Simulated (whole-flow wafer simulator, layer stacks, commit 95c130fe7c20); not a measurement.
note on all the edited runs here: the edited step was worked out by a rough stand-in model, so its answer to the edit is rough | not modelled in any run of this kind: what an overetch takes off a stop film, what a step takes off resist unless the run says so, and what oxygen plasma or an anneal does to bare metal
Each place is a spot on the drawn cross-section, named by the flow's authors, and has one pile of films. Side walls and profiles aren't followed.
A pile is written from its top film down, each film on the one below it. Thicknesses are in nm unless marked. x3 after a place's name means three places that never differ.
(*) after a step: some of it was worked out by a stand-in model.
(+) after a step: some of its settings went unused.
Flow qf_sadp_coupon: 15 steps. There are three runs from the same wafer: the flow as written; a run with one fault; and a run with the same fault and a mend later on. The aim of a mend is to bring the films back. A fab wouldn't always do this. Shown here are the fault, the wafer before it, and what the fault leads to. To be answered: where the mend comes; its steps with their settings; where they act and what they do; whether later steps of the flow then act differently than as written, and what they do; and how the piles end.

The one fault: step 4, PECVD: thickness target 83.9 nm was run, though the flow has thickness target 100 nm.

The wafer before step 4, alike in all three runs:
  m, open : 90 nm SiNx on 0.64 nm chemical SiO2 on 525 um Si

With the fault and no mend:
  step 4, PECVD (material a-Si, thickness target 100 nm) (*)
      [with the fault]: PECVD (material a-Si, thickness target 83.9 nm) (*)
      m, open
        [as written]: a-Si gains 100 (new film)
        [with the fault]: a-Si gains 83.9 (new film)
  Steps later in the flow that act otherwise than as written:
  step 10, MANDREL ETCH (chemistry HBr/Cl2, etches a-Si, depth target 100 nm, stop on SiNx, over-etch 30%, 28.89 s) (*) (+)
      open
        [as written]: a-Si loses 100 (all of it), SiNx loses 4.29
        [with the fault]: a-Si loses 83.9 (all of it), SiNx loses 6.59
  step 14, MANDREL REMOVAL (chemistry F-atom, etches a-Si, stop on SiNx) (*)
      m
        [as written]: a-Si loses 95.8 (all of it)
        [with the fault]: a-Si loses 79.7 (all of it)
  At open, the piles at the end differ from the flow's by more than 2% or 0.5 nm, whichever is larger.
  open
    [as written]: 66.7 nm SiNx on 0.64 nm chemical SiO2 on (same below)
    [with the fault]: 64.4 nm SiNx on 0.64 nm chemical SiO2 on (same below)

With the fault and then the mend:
  The mend stands after step 4.
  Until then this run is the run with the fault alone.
  step 4a, ETCH (chemistry tmah, depth target 96.48 nm)
      m, open
        a-Si loses 83.9 (all of it)
  step 4b, PECVD (material a-Si, thickness target 100 nm) (*) (the flow's step 4, run once more)
      m, open
        a-Si gains 100 (new film)
  Later steps of the flow that are run all act as written at every place that is followed.
  At every place that both follow, the piles at the end match the flow's.
